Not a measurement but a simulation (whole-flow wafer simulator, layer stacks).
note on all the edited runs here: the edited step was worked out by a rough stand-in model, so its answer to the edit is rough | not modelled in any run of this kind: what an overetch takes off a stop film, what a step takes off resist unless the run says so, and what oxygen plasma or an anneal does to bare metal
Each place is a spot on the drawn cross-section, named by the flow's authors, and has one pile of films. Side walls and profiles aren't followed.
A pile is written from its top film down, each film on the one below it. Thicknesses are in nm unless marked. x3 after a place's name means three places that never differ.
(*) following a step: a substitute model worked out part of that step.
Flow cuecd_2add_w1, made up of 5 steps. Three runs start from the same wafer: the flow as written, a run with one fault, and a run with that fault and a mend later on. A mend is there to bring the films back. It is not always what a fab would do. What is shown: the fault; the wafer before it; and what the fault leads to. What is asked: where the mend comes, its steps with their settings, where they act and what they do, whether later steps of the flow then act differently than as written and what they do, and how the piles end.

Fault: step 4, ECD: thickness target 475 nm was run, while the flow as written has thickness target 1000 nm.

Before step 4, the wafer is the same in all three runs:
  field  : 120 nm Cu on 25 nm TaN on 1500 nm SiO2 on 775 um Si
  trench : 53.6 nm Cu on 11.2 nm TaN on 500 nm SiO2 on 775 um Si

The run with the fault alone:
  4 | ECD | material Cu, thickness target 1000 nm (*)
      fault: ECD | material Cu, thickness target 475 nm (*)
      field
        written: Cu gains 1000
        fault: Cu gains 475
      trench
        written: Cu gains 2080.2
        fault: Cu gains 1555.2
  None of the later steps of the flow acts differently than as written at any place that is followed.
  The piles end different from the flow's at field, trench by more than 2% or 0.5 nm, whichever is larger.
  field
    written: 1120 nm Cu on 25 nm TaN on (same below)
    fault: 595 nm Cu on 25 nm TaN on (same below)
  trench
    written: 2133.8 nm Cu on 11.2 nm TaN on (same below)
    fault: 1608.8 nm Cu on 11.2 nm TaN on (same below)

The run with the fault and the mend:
  The mend follows step 5.
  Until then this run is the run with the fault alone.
  5a | ECD | material Cu, thickness target 525 nm (the flow's step 4, run once more with other settings)
      field, trench
        Cu gains 525
  None of the later steps of the flow acts differently than as written at any place that is followed.
  By the end, the piles equal the flow's at every place that both follow.
